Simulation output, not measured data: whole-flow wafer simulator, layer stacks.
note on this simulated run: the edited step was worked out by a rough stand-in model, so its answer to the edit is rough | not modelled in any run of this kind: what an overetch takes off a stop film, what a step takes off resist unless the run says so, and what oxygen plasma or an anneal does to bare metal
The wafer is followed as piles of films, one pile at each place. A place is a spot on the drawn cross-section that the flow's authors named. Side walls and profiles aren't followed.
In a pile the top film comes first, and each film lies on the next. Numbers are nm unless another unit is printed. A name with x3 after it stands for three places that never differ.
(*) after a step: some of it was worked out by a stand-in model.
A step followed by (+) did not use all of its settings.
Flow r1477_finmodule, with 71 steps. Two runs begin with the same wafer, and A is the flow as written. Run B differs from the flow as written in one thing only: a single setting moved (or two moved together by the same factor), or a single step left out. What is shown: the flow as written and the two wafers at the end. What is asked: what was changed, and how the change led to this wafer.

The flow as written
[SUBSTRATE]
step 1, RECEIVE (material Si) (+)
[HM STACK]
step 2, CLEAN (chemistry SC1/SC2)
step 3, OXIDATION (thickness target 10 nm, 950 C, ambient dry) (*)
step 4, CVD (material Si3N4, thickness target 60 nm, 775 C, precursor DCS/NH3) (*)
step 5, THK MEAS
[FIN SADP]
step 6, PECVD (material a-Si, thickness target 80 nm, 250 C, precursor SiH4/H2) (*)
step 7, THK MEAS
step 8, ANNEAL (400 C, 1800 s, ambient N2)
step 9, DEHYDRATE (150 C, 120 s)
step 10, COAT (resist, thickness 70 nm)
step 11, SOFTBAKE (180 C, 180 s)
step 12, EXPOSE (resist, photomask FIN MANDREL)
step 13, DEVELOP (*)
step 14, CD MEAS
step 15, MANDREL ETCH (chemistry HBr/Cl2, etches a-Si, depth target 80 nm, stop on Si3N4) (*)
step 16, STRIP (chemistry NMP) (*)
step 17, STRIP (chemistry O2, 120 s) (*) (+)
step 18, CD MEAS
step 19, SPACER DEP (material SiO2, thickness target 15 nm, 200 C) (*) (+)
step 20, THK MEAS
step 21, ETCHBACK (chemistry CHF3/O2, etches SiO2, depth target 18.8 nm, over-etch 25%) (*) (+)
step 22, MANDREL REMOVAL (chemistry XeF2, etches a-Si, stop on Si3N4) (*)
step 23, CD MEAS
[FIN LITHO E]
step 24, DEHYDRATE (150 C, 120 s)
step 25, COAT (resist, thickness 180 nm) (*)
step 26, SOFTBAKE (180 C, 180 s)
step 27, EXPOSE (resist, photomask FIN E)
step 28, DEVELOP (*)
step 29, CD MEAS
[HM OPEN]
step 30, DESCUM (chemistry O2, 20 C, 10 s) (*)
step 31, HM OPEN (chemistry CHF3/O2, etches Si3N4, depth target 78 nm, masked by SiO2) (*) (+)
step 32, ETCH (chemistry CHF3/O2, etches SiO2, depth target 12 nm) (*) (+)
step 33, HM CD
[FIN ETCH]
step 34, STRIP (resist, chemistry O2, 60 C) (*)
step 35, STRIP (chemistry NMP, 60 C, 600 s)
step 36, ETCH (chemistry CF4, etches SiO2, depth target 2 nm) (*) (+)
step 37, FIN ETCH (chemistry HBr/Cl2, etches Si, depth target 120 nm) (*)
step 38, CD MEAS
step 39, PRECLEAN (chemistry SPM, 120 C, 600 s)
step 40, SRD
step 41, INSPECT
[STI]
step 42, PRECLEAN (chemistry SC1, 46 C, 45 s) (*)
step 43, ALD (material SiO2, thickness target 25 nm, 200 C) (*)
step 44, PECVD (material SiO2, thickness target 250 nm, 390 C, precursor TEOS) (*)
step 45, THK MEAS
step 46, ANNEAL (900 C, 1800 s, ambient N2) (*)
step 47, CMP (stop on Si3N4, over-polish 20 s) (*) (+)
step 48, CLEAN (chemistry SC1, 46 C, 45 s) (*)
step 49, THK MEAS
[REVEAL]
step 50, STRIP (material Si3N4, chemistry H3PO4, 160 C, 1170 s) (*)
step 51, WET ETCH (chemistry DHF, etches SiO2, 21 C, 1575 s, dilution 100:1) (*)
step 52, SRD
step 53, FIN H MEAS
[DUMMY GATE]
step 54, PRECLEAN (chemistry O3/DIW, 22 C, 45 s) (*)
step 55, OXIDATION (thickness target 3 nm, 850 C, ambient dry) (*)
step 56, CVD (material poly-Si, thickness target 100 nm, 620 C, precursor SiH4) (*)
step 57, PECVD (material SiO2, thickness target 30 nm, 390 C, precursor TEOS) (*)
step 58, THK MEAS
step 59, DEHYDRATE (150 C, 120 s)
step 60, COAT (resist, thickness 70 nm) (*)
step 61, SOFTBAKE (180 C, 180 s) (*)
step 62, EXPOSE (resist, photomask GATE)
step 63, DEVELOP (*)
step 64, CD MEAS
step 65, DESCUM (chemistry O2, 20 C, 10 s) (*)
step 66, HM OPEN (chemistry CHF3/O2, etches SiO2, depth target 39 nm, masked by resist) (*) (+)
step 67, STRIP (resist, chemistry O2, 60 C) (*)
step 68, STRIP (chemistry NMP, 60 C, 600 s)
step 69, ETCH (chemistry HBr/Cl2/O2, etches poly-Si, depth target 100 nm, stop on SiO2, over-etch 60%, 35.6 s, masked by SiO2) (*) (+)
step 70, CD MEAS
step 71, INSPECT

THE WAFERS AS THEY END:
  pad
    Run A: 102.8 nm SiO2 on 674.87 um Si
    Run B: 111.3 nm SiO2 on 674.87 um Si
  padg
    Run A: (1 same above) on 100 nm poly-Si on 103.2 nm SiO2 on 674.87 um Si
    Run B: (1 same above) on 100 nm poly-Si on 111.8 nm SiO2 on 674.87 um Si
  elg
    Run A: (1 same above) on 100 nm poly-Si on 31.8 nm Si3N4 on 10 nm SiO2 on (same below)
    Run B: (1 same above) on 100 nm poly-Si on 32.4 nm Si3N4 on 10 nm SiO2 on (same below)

The reason: step 51, WET ETCH: 1418 s was run, whereas the flow has 1575 s.

The path from the change to this, step by step:
  step 51, WET ETCH (chemistry DHF, etches SiO2, 21 C, 1575 s, dilution 100:1) (*)
      pad, padg, e40sg and 12 more: A -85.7 SiO2 | B -77.1 SiO2
      elg, e40lg, e100lg, e200lg, elo, e40lo, e100lo, e200lo: A -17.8 SiO2 (all of it), -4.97 Si3N4 | B -17.8 SiO2 (all of it), -4.33 Si3N4
      (as well as at 7 more places)
  step 56, CVD (material poly-Si, thickness target 100 nm, 620 C, precursor SiH4) (*)
      s40cg, s40co: A +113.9 poly-Si (new film) | B +106 poly-Si (new film)
      s45cg, s45co: A +113.4 poly-Si (new film) | B +105.5 poly-Si (new film)
      (as well as at 3 more places)
  step 60, COAT (resist, thickness 70 nm) (*)
      e40sg, eso, e40so: A +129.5 resist (new film) | B +122 resist (new film)
      e100sg, e100so: A +129.4 resist (new film) | B +121.9 resist (new film)
      (as well as at 8 more places)
  step 63, DEVELOP (*)
      eso, e40so: A -129.5 resist (all of it) | B -122 resist (all of it)
      e100so: A -129.4 resist (all of it) | B -121.9 resist (all of it)
      (as well as at 4 more places)
  step 67, STRIP (resist, chemistry O2, 60 C) (*)
      e40sg: A -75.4 resist (all of it) | B -67.9 resist (all of it)
      e100sg: A -75.3 resist (all of it) | B -67.8 resist (all of it)
      (as well as at 4 more places)
  step 69, ETCH (chemistry HBr/Cl2/O2, etches poly-Si, depth target 100 nm, stop on SiO2, over-etch 60%, 35.6 s, masked by SiO2) (*) (+)
      s40co: A -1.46 chemical SiO2 (all of it), -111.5 poly-Si (all of it), -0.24 SiO2 | B -1.42 chemical SiO2 (all of it), -103.6 poly-Si (all of it), -0.28 SiO2
      s45co: A -1.46 chemical SiO2 (all of it), -110.9 poly-Si (all of it), -0.25 SiO2 | B -1.42 chemical SiO2 (all of it), -103.1 poly-Si (all of it), -0.28 SiO2
      (as well as at 1 more place)
